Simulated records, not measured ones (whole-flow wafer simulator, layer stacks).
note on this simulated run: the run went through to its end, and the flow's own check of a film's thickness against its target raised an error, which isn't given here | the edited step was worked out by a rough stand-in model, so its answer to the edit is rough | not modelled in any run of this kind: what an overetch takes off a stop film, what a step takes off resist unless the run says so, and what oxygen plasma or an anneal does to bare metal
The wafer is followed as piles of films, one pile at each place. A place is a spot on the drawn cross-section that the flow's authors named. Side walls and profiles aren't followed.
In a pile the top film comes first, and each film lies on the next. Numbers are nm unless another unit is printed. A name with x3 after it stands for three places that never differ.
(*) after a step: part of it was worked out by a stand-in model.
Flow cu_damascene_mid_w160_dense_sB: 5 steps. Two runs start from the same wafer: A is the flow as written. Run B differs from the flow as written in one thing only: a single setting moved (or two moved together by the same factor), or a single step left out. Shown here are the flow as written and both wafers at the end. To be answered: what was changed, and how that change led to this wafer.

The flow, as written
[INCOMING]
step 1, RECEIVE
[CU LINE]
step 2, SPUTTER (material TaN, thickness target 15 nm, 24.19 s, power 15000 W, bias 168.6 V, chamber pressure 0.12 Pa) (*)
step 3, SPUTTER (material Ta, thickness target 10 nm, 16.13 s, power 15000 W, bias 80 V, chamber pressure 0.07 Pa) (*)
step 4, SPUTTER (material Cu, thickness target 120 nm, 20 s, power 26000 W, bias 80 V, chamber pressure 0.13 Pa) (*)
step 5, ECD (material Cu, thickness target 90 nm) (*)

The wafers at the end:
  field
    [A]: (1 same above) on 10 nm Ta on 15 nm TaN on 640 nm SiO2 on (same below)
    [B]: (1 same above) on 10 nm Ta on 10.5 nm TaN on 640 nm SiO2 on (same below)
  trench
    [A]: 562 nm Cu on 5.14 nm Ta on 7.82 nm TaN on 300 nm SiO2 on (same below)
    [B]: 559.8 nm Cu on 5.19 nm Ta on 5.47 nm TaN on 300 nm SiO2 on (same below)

The reason: step 2, SPUTTER: thickness target 10.5 nm was run, while the flow as written has thickness target 15 nm; step 2, SPUTTER: 16.93 s was run, where the flow has 24.19 s.
The wafer lets one read it off: field has TaN 10.5, and step 2 as written asks for 15 nm.

How this came from the change, step by step:
  step 2, SPUTTER (material TaN, thickness target 15 nm, 24.19 s, power 15000 W, bias 168.6 V, chamber pressure 0.12 Pa) (*)
      field: A +15 TaN (new film) | B +10.5 TaN (new film)
      trench: A +7.82 TaN (new film) | B +5.47 TaN (new film)
